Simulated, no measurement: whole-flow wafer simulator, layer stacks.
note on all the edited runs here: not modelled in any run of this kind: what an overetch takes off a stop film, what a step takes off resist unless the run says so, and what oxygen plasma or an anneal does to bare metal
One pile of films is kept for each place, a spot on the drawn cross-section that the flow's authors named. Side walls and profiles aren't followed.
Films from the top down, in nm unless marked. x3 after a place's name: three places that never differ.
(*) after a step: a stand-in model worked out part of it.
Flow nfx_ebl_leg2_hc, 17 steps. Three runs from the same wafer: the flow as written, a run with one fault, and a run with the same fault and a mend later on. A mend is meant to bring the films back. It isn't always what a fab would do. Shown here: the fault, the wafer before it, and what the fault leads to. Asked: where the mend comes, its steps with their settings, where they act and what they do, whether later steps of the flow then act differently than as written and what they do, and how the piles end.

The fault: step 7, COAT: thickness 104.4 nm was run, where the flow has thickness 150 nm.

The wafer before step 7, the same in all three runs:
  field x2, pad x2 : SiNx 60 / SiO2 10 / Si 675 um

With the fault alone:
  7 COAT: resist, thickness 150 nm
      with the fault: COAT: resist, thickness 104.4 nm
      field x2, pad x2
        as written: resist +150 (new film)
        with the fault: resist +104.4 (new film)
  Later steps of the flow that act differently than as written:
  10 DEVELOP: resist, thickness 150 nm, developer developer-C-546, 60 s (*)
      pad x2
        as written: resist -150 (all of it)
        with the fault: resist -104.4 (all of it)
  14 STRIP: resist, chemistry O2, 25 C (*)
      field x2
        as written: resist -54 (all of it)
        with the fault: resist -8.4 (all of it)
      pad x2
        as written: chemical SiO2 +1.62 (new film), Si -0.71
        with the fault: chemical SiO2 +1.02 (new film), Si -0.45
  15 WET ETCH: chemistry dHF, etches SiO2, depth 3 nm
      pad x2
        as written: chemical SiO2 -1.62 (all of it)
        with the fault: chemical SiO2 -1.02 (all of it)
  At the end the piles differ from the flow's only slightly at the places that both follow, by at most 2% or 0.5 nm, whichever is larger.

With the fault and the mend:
  The mend comes after step 11.
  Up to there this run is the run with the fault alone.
  11a STRIP: resist, chemistry O2, 25 C (*)
      field x2
        resist -104.4 (all of it)
  11b DEHYDRATE: 180 C, 120 s (the flow's step 6 once more)
      changes no film at any place that is followed
  11c COAT: resist, thickness 150 nm (the flow's step 7 once more)
      field x2, pad x2
        resist +150 (new film)
  11d SOFTBAKE: resist, 150 C, 60 s (the flow's step 8 once more)
      changes no film at any place that is followed
  11e EXPOSE: PMMA, photomask GRATING (*) (the flow's step 9 once more, with other settings)
      changes no film at any place that is followed
  11f DEVELOP: resist, developer developer-C-546, 60 s (*) (the flow's step 10 once more, with other settings)
      pad x2
        resist -150 (all of it)
  No later step of the flow acts differently than as written at any place that is followed.
  At the end the piles are the same as the flow's at every place that both follow.
